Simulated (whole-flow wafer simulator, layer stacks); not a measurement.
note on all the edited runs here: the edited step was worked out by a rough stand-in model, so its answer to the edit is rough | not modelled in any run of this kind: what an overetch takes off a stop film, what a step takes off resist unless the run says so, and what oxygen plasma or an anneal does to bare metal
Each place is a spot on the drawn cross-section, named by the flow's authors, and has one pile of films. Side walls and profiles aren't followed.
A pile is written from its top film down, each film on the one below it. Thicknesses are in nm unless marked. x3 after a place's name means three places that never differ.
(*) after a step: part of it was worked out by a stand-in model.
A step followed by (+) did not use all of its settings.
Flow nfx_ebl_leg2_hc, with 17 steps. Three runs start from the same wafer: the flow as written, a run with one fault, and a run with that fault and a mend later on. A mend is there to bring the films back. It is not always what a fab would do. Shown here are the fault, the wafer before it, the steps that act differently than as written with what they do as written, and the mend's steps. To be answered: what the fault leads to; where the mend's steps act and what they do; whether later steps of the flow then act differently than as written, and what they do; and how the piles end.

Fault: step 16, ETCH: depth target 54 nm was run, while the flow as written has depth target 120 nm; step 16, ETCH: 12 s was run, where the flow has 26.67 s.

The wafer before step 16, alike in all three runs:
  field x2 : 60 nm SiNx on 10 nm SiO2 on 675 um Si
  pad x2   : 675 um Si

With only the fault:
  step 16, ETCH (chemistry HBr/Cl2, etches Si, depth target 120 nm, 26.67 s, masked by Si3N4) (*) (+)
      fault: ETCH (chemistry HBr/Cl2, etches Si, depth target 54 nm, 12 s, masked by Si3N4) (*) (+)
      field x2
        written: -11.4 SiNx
        fault: -5.14 SiNx
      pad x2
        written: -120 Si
        fault: -54 Si
  Every later step of the flow that is run acts as written at every place that is followed.
  The piles end different from the flow's at field x2 by more than 2% or 0.5 nm, whichever is larger.
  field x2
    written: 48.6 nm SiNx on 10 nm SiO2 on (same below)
    fault: 54.9 nm SiNx on 10 nm SiO2 on (same below)

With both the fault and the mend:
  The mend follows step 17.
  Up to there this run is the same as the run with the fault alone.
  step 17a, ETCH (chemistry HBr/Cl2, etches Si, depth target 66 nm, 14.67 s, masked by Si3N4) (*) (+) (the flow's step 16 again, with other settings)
      field x2
        -6.29 SiNx
      pad x2
        -66 Si
  Every later step of the flow that is run acts as written at every place that is followed.
  The piles end the same as the flow's at every place that both follow.
